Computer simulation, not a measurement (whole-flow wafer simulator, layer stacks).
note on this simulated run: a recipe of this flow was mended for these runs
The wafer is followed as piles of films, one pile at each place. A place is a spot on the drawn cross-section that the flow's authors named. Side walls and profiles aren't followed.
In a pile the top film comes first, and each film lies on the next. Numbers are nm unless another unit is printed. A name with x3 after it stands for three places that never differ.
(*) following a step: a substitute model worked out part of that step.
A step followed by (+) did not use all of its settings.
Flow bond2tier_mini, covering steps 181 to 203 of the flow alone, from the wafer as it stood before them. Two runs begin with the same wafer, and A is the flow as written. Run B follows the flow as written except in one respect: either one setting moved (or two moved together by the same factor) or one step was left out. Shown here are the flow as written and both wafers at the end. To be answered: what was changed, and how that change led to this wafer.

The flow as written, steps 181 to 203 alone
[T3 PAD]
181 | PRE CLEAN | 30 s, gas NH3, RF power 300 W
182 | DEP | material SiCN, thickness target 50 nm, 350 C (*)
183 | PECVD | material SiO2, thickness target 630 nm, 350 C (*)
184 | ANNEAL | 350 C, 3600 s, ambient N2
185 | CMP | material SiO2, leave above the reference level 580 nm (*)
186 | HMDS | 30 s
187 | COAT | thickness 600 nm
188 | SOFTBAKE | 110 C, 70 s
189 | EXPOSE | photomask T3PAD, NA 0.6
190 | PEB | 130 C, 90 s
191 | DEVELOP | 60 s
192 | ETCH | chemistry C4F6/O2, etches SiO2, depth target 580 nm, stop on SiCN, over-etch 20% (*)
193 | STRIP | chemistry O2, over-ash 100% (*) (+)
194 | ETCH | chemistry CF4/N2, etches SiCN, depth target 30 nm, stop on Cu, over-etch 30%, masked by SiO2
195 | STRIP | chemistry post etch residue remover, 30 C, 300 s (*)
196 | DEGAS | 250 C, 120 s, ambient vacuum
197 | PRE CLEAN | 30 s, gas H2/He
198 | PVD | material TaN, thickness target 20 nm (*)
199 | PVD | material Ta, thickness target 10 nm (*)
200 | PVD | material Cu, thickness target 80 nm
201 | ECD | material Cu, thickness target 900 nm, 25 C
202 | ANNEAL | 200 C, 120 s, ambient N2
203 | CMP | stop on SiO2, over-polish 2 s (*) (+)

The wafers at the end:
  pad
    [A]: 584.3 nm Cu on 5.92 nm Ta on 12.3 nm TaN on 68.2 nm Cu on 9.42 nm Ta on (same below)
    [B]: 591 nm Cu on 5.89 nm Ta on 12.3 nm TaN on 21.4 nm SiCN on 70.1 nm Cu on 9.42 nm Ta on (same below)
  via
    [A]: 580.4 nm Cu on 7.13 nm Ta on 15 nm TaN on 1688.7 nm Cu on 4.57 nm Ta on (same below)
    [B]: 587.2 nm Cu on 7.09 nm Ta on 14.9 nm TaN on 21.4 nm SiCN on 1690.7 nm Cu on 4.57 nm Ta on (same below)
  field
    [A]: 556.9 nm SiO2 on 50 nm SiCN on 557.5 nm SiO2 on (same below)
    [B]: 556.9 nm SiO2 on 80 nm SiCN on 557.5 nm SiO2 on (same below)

Cause: step 182, DEP: thickness target 80 nm was run, while the flow as written has thickness target 50 nm.
The wafer lets one read it off: field has SiCN 80, and step 182 as written asks for 50 nm.

Step by step, how the change led to this:
  182 | DEP | material SiCN, thickness target 50 nm, 350 C (*)
      field, pad, via: A +50 SiCN (new film) | B +80 SiCN (new film)
  194 | ETCH | chemistry CF4/N2, etches SiCN, depth target 30 nm, stop on Cu, over-etch 30%, masked by SiO2
      pad, via: A -30.4 SiCN (all of it), -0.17 Cu | B -39 SiCN
  195 | STRIP | chemistry post etch residue remover, 30 C, 300 s (*)
      pad, via: A -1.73 Cu | B nothing
With metal films that touch counted as one body, pad has 4 bodies (between them, from the top down: SiCN 21.4; SiO2 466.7 / Si 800 / chemical SiO2 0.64 / SiO2 300 / SiCN 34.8; SiO2 466.7 / Si 800 / chemical SiO2 0.64 / SiO2 300 / SiCN 34.8); the flow as written gives 3 bodies (between them, from the top down: SiO2 466.7 / Si 800 / chemical SiO2 0.64 / SiO2 300 / SiCN 34.8; SiO2 466.7 / Si 800 / chemical SiO2 0.64 / SiO2 300 / SiCN 34.8).
With metal films that touch counted as one body, via has 2 bodies (between them, from the top down: SiCN 21.4); the flow as written gives 1 body.
